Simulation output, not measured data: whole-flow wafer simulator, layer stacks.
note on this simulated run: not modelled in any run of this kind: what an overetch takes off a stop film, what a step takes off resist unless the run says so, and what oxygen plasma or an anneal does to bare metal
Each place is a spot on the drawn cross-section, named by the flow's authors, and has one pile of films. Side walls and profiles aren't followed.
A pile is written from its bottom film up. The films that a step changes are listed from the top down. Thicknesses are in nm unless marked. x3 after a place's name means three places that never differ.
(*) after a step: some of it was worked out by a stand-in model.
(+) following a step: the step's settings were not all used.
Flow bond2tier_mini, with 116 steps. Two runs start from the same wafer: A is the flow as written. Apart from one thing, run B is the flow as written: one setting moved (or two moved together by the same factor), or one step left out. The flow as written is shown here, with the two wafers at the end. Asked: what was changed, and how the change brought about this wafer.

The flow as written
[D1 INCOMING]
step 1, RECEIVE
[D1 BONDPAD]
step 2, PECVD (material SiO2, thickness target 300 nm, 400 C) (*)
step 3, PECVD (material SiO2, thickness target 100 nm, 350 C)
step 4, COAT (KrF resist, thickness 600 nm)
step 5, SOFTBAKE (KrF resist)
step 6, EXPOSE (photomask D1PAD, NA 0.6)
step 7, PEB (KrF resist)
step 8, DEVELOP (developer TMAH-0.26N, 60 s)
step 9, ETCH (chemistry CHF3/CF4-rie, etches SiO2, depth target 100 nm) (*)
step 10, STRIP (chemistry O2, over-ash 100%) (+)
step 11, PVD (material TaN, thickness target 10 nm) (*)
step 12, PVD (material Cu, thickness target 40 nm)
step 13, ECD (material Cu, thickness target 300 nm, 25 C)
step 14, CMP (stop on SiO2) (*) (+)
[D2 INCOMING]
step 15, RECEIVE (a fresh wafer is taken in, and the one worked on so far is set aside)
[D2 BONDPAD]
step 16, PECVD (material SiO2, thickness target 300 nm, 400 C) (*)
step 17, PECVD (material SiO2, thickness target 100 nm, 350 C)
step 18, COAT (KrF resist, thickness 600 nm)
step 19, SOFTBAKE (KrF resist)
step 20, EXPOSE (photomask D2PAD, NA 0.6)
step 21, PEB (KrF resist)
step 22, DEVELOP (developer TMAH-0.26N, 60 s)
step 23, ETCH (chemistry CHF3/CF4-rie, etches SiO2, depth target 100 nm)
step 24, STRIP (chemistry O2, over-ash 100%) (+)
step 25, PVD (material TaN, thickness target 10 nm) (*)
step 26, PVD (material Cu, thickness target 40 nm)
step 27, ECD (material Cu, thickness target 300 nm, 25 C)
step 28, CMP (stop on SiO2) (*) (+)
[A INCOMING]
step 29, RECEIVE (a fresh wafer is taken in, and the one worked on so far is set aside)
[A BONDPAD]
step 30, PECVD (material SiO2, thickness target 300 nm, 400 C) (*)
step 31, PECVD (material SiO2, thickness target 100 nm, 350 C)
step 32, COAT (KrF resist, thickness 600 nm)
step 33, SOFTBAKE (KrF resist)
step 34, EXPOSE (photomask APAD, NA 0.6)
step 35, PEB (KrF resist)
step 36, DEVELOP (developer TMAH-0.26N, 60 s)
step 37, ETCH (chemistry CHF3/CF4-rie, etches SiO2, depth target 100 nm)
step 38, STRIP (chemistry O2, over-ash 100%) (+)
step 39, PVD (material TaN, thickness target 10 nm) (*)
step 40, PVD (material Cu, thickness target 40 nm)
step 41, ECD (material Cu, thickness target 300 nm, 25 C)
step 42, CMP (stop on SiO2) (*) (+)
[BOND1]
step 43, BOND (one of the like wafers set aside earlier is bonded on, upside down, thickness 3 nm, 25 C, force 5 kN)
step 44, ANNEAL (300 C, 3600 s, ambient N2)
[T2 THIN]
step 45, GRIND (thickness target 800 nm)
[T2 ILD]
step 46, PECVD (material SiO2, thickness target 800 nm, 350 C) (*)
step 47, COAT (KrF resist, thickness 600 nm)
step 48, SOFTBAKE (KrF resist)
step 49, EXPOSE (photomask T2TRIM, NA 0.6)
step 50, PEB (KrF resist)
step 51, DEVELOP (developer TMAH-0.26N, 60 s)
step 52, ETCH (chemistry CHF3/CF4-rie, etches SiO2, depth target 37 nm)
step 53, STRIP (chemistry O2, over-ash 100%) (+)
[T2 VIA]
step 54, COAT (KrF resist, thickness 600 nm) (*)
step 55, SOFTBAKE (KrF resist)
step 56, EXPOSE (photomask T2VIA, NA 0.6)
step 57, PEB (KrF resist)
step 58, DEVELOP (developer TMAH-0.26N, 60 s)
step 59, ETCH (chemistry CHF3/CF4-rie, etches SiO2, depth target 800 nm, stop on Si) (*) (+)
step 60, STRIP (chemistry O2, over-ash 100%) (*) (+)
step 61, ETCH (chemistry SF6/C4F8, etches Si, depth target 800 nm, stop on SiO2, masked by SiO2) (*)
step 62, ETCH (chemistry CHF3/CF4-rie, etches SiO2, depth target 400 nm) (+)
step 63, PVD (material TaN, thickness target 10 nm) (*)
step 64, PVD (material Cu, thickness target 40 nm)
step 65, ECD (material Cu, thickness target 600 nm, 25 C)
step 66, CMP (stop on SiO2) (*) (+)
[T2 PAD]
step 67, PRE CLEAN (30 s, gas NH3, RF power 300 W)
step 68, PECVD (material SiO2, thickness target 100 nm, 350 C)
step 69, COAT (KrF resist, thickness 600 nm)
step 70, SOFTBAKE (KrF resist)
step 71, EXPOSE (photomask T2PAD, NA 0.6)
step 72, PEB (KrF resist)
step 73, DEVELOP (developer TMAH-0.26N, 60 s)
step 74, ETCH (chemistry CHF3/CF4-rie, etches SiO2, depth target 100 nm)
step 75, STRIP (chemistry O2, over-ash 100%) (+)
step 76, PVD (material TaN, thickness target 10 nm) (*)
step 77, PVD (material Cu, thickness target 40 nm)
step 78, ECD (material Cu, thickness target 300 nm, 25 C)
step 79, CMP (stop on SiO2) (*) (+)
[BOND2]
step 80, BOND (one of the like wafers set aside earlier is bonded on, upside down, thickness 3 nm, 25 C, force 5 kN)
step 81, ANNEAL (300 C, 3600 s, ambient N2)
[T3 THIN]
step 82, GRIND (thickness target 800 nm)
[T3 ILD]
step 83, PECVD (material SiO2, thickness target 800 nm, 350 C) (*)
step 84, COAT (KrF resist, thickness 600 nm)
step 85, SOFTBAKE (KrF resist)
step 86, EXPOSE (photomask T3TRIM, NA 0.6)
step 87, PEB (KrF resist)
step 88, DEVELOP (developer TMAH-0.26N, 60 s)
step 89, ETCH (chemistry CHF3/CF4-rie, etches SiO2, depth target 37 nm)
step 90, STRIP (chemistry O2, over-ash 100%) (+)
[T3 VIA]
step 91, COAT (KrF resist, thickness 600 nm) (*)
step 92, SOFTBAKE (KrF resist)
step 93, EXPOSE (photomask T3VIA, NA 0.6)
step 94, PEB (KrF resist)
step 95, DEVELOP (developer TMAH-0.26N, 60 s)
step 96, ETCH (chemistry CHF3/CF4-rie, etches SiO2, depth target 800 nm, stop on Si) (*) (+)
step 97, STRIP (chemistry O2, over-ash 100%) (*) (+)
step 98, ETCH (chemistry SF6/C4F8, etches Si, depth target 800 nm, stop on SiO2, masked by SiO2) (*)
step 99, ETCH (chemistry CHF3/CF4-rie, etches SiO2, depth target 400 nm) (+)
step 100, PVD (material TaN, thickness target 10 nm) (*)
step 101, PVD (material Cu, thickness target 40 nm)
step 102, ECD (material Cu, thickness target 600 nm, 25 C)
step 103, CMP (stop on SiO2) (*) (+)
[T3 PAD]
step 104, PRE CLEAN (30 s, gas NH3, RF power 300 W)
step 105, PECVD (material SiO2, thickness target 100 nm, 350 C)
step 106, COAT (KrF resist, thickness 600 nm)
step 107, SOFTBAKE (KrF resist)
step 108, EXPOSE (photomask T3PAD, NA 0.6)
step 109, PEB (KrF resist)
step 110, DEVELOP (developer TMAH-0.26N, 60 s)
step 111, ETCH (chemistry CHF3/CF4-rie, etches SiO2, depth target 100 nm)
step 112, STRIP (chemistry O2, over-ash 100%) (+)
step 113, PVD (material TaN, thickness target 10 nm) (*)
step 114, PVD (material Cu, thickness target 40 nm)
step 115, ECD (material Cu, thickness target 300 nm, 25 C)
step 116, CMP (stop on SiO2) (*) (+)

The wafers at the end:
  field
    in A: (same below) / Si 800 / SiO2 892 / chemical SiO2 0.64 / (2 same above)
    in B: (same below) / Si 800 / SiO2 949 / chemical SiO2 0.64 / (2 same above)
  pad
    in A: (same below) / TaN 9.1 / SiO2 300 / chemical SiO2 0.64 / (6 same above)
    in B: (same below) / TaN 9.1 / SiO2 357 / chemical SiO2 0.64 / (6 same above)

What caused this: step 17, PECVD: thickness target 157 nm was run, while the flow as written has thickness target 100 nm.

The path from the change to this, step by step:
  step 17, PECVD (material SiO2, thickness target 100 nm, 350 C)
      field, pad, via: A +100 SiO2 | B +157 SiO2
  step 80, BOND (one of the like wafers set aside earlier is bonded on, upside down, thickness 3 nm, 25 C, force 5 kN)
      field: A +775 um Si (new film), +0.64 chemical SiO2 (new film), +400 SiO2 | B +775 um Si (new film), +0.64 chemical SiO2 (new film), +457 SiO2
      pad: A +775 um Si (new film), +0.64 chemical SiO2 (new film), +300 SiO2 (new film), +9.1 TaN (new film), +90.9 Cu | B +775 um Si (new film), +0.64 chemical SiO2 (new film), +357 SiO2 (new film), +9.1 TaN (new film), +90.9 Cu
